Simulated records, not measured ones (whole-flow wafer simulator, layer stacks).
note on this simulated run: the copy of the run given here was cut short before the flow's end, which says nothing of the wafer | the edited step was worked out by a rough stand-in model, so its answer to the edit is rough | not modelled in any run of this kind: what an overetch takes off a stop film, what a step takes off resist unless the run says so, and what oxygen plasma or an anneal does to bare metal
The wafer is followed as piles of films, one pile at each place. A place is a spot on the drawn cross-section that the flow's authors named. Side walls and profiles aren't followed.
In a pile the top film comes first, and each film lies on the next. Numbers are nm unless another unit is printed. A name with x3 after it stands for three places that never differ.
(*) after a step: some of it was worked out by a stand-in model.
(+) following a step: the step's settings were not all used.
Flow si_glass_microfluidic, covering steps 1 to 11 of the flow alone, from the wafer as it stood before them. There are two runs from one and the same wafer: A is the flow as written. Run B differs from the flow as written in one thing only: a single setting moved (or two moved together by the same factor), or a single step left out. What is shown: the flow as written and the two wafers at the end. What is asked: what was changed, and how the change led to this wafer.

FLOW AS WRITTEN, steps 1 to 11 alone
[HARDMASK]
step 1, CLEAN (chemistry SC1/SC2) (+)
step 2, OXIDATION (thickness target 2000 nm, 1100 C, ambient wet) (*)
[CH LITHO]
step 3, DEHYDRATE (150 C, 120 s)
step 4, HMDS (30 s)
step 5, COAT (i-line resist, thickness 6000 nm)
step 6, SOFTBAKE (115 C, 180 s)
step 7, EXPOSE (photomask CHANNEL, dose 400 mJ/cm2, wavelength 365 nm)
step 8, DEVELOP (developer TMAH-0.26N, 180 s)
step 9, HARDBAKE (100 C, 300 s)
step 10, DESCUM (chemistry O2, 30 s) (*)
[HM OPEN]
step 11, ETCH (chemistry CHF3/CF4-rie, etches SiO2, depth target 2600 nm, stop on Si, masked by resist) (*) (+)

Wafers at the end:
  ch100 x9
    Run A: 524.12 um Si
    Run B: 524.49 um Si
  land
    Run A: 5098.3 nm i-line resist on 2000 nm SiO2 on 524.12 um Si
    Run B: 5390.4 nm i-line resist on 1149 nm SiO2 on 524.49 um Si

Cause: step 2, OXIDATION: 962 C was run, while the flow as written has 1100 C.

The path from the change to this, step by step:
  step 2, OXIDATION (thickness target 2000 nm, 1100 C, ambient wet) (*)
      land, ch100 x9: A +2000 SiO2 (new film), -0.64 chemical SiO2 (all of it), -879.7 Si | B +1149 SiO2 (new film), -0.64 chemical SiO2 (all of it), -505.3 Si
  step 11, ETCH (chemistry CHF3/CF4-rie, etches SiO2, depth target 2600 nm, stop on Si, masked by resist) (*) (+)
      ch100 x9: A -2000 SiO2 (all of it) | B -1149 SiO2 (all of it)
      land: A -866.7 i-line resist | B -574.5 i-line resist
